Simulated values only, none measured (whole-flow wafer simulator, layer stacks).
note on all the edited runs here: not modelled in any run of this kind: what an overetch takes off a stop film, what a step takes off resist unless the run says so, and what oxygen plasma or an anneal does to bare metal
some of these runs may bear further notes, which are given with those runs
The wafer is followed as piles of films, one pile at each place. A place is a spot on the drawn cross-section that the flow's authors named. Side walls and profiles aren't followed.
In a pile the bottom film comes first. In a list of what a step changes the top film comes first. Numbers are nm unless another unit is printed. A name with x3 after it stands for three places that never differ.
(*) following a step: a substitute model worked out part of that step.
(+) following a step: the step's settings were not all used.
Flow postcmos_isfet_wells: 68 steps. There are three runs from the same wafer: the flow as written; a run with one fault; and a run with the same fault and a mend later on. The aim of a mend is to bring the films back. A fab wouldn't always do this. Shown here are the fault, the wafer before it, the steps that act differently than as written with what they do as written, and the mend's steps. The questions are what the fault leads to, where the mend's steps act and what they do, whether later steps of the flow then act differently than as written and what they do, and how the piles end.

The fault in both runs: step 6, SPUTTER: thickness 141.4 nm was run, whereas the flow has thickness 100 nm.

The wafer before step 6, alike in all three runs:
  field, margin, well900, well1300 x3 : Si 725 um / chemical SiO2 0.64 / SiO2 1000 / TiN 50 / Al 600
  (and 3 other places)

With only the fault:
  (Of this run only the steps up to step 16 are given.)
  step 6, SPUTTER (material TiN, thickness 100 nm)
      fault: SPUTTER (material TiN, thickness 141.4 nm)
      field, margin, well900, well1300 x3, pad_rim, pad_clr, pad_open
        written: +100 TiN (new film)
        fault: +141.4 TiN (new film)
  Steps later in the flow that act otherwise than as written:
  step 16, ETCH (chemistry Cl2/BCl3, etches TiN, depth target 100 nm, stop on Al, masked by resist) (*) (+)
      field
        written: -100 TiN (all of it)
        fault: -100 TiN
  Once step 16 is done, the piles at field, margin, well900, well1300 x3, pad_rim, pad_clr, pad_open depart from the flow's by more than 2% or 0.5 nm, whichever is larger.
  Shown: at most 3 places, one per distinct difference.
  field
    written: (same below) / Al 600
    fault: (same below) / Al 600 / TiN 41.4
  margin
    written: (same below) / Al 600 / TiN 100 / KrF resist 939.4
    fault: (same below) / Al 600 / TiN 141.4 / KrF resist 939.4

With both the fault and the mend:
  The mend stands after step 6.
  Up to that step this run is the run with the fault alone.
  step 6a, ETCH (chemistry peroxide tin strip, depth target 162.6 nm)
      field, margin, well900, well1300 x3, pad_rim, pad_clr, pad_open
        -141.4 TiN (all of it)
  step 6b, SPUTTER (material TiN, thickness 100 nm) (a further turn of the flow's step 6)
      field, margin, well900, well1300 x3, pad_rim, pad_clr, pad_open
        +100 TiN (new film)
  Later steps of the flow that are run all act as written at every place that is followed.
  At every place that both follow, the piles at the end match the flow's.
